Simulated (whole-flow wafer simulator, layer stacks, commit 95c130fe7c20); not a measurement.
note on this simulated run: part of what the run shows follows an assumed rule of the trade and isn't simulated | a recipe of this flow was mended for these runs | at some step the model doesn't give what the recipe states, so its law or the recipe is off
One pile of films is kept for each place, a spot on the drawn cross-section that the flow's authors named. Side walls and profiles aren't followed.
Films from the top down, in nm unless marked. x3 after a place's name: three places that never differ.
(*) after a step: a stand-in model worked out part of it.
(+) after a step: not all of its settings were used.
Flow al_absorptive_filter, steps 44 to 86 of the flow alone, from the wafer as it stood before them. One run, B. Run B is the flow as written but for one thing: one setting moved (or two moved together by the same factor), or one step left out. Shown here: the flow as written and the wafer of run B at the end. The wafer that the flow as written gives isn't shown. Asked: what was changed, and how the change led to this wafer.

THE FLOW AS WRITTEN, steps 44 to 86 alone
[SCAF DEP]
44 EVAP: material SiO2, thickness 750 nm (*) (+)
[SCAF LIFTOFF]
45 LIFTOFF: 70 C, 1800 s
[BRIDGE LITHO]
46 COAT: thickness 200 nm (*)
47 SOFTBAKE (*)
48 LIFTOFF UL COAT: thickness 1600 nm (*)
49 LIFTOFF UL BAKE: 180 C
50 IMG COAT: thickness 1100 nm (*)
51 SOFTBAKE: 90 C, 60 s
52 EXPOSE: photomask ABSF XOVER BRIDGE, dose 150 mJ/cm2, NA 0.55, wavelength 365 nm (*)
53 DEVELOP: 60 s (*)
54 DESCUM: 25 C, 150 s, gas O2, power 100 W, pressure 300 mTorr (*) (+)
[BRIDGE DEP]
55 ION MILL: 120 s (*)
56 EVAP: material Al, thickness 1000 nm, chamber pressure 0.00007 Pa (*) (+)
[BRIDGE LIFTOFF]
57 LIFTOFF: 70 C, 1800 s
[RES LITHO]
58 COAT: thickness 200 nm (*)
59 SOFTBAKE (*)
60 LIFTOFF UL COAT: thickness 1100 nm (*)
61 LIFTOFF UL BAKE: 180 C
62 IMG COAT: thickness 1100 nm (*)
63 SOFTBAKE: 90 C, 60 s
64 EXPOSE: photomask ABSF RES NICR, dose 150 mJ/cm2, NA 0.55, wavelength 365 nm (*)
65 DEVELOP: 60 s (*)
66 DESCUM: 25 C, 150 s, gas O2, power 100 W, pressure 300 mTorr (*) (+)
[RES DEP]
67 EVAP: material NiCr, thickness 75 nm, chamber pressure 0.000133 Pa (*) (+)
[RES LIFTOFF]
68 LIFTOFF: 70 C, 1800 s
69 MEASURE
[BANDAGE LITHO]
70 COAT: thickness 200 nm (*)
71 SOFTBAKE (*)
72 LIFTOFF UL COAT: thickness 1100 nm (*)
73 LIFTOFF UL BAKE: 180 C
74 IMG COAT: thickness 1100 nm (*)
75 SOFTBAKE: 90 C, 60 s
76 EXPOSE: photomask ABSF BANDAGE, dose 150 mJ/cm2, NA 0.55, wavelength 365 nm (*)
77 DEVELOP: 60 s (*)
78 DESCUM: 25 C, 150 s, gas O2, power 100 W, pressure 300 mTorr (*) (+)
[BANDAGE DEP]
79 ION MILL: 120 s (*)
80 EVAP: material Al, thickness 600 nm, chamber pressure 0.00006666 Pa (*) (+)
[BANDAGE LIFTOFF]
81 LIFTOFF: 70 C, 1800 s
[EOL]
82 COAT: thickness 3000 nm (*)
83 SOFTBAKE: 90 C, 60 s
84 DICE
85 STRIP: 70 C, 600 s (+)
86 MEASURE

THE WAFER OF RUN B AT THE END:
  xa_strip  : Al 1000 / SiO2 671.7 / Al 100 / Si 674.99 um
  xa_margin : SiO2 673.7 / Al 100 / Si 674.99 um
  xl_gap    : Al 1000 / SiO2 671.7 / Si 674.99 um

The cause: step 44, EVAP: thickness 696 nm was run, where the flow has thickness 750 nm.

How the change led to this, step by step:
  44 EVAP: material SiO2, thickness 750 nm (*) (+)
      gnd, pad_far, pad_near and 10 more: SiO2 +696 (new film) (as written it would be: SiO2 +750 (new film))
      xa_margin: SiO2 +673.7 (new film) (as written it would be: SiO2 +726 (new film))
  45 LIFTOFF: 70 C, 1800 s
      gnd, xa_field, xl_land, idc_field: SiO2 -696 (all of it), i-line-resist -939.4 (all of it), lift-off-underlayer -1100 (all of it), acrylic-e-beam-resist -200 (all of it) (as written it would be: SiO2 -750 (all of it), i-line-resist -939.4 (all of it), lift-off-underlayer -1100 (all of it), acrylic-e-beam-resist -200 (all of it))
      pad_far: SiO2 -696 (all of it), i-line-resist -937 (all of it), lift-off-underlayer -1092.7 (all of it), acrylic-e-beam-resist -198.5 (all of it) (as written it would be: SiO2 -750 (all of it), i-line-resist -937 (all of it), lift-off-underlayer -1092.7 (all of it), acrylic-e-beam-resist -198.5 (all of it))
      (and at 5 more places)
  46 COAT: thickness 200 nm (*)
      xa_strip: acrylic-e-beam-resist +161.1 (new film) (as written it would be: acrylic-e-beam-resist +156.7 (new film))
      xl_gap: acrylic-e-beam-resist +101.9 (new film) (as written it would be: acrylic-e-beam-resist +97.9 (new film))
      (and at 1 more place)
  48 LIFTOFF UL COAT: thickness 1600 nm (*)
      xa_margin: lift-off-underlayer +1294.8 (new film) (as written it would be: lift-off-underlayer +1268 (new film))
      xl_gap: lift-off-underlayer +1343.8 (new film) (as written it would be: lift-off-underlayer +1316.9 (new film))
  53 DEVELOP: 60 s (*)
      xl_gap: i-line-resist -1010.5 (all of it), lift-off-underlayer -1343.8 (all of it) (as written it would be: i-line-resist -1001.2 (all of it), lift-off-underlayer -1316.9 (all of it))
  54 DESCUM: 25 C, 150 s, gas O2, power 100 W, pressure 300 mTorr (*) (+)
      xa_strip: acrylic-e-beam-resist -161.1 (all of it) (as written it would be: acrylic-e-beam-resist -156.7 (all of it))
      xl_gap: acrylic-e-beam-resist -101.9 (all of it) (as written it would be: acrylic-e-beam-resist -97.9 (all of it))
      (and at 1 more place)
  57 LIFTOFF: 70 C, 1800 s
      xa_margin: Al -1000 (all of it), i-line-resist -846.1 (all of it), lift-off-underlayer -1294.8 (all of it), acrylic-e-beam-resist -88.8 (all of it) (as written it would be: Al -1000 (all of it), i-line-resist -836.1 (all of it), lift-off-underlayer -1268 (all of it), acrylic-e-beam-resist -87.1 (all of it))
  58 COAT: thickness 200 nm (*)
      xa_margin: acrylic-e-beam-resist +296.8 (new film) (as written it would be: acrylic-e-beam-resist +288.1 (new film))
      xa_strip: acrylic-e-beam-resist +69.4 (new film) (as written it would be: acrylic-e-beam-resist +66.9 (new film))
      (and at 2 more places)
  60 LIFTOFF UL COAT: thickness 1100 nm (*)
      xa_strip: lift-off-underlayer +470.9 (new film) (as written it would be: lift-off-underlayer +459.8 (new film))
      xl_gap: lift-off-underlayer +855 (new film) (as written it would be: lift-off-underlayer +831.4 (new film))
      (and at 1 more place)
  62 IMG COAT: thickness 1100 nm (*)
      xa_strip: i-line-resist +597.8 (new film) (as written it would be: i-line-resist +577.9 (new film))
  68 LIFTOFF: 70 C, 1800 s
      xa_margin: NiCr -75 (all of it), i-line-resist -613 (all of it), lift-off-underlayer -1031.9 (all of it), acrylic-e-beam-resist -296.8 (all of it) (as written it would be: NiCr -75 (all of it), i-line-resist -598.1 (all of it), lift-off-underlayer -1021 (all of it), acrylic-e-beam-resist -288.1 (all of it))
      xa_strip: NiCr -75 (all of it), i-line-resist -453.2 (all of it), lift-off-underlayer -470.9 (all of it), acrylic-e-beam-resist -69.4 (all of it) (as written it would be: NiCr -75 (all of it), i-line-resist -433.3 (all of it), lift-off-underlayer -459.8 (all of it), acrylic-e-beam-resist -66.9 (all of it))
      (and at 2 more places)
  70 COAT: thickness 200 nm (*)
      xa_margin: acrylic-e-beam-resist +296.8 (new film) (as written it would be: acrylic-e-beam-resist +288.1 (new film))
      xa_strip: acrylic-e-beam-resist +69.4 (new film) (as written it would be: acrylic-e-beam-resist +66.9 (new film))
      (and at 2 more places)
  72 LIFTOFF UL COAT: thickness 1100 nm (*)
      xa_strip: lift-off-underlayer +470.9 (new film) (as written it would be: lift-off-underlayer +459.8 (new film))
      xl_gap: lift-off-underlayer +860.7 (new film) (as written it would be: lift-off-underlayer +837.4 (new film))
      (and at 1 more place)
  74 IMG COAT: thickness 1100 nm (*)
      xa_strip: i-line-resist +597.8 (new film) (as written it would be: i-line-resist +577.9 (new film))
  81 LIFTOFF: 70 C, 1800 s
      xa_margin: Al -600 (all of it), i-line-resist -619.4 (all of it), lift-off-underlayer -1031.9 (all of it), acrylic-e-beam-resist -296.8 (all of it) (as written it would be: Al -600 (all of it), i-line-resist -604.4 (all of it), lift-off-underlayer -1021 (all of it), acrylic-e-beam-resist -288.1 (all of it))
      xa_strip: Al -600 (all of it), i-line-resist -459.5 (all of it), lift-off-underlayer -470.9 (all of it), acrylic-e-beam-resist -69.4 (all of it) (as written it would be: Al -600 (all of it), i-line-resist -439.6 (all of it), lift-off-underlayer -459.8 (all of it), acrylic-e-beam-resist -66.9 (all of it))
      (and at 2 more places)
  82 COAT: thickness 3000 nm (*)
      xa_strip: i-line-resist +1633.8 (new film) (as written it would be: i-line-resist +1594.3 (new film))
  ... 1 more step ...
  85 STRIP: 70 C, 600 s (+)
      xa_strip: i-line-resist -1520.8 (all of it) (as written it would be: i-line-resist -1477 (all of it))
